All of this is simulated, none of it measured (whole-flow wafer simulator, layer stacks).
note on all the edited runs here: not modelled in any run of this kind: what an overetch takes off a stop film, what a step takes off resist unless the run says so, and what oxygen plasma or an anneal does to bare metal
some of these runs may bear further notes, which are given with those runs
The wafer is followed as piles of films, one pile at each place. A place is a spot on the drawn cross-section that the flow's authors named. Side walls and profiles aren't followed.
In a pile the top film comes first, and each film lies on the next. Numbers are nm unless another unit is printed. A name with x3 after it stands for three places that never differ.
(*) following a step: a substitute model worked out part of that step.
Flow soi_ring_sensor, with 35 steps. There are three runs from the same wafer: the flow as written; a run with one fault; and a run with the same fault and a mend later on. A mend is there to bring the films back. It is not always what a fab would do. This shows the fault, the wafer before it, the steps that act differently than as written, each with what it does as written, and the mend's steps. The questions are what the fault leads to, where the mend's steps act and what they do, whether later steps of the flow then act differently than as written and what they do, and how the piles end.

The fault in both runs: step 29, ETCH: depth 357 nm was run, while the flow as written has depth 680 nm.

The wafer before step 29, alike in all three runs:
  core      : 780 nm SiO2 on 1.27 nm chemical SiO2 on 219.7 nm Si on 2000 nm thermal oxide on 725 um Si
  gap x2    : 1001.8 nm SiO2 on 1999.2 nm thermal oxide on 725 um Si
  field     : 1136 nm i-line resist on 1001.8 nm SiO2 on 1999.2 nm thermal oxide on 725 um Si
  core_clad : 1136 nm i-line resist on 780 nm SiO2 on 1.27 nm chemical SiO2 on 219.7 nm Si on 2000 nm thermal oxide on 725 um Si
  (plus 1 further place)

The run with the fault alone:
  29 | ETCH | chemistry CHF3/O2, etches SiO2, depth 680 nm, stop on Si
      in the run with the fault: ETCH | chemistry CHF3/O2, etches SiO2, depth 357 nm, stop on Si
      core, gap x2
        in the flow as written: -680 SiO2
        in the run with the fault: -357 SiO2
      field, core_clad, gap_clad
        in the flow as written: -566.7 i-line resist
        in the run with the fault: -297.5 i-line resist
  Steps further on in the flow that do not act as written:
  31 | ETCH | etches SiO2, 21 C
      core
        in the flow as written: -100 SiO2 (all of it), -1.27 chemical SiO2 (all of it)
        in the run with the fault: -423 SiO2 (all of it), -1.27 chemical SiO2 (all of it)
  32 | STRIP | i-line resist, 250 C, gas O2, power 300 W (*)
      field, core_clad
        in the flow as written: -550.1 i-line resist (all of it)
        in the run with the fault: -819.2 i-line resist (all of it)
  The piles end only slightly different from the flow's at the places that both follow, by no more than 2% or 0.5 nm, whichever is larger.

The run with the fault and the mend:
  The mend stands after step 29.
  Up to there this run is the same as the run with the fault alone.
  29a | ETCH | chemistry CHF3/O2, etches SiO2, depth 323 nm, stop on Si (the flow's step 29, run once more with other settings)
      core, gap x2
        -323 SiO2
      field, core_clad, gap_clad
        -269.2 i-line resist
  None of the later steps of the flow acts differently than as written at any place that is followed.
  The piles end the same as the flow's at every place that both follow.
